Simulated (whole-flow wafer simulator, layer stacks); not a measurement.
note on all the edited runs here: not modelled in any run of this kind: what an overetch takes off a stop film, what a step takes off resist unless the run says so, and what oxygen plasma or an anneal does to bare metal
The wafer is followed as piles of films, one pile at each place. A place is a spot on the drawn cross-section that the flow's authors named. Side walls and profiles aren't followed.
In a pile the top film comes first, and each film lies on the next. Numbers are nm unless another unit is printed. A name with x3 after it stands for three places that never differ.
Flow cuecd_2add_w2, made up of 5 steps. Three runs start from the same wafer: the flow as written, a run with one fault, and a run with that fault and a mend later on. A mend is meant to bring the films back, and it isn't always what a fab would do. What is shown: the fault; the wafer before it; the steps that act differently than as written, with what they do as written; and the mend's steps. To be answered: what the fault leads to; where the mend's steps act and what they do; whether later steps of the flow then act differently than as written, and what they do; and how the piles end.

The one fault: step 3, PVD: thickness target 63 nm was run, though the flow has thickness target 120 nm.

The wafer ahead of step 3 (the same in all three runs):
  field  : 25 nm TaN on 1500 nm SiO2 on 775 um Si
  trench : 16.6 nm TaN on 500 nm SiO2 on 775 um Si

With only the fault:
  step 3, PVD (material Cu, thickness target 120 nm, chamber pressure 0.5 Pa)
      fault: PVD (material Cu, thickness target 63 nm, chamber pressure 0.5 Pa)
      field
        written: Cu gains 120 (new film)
        fault: Cu gains 63 (new film)
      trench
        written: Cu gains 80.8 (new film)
        fault: Cu gains 42.6 (new film)
  Later steps of the flow that are run all act as written at every place that is followed, up to a difference of at most 2% or 0.5 nm, whichever is larger.
  By the end, the piles at field, trench depart from the flow's by more than 2% or 0.5 nm, whichever is larger.
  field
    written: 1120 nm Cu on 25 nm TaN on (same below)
    fault: 1063 nm Cu on 25 nm TaN on (same below)
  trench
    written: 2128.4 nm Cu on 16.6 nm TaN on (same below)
    fault: 2071.4 nm Cu on 16.6 nm TaN on (same below)

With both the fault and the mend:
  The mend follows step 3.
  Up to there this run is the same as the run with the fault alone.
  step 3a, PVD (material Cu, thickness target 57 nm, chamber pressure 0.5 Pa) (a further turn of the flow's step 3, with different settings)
      field
        Cu gains 57
      trench
        Cu gains 37.8
  Later steps of the flow that are run all act as written at every place that is followed, up to a difference of at most 2% or 0.5 nm, whichever is larger.
  At every place that both follow, the piles at the end match the flow's.
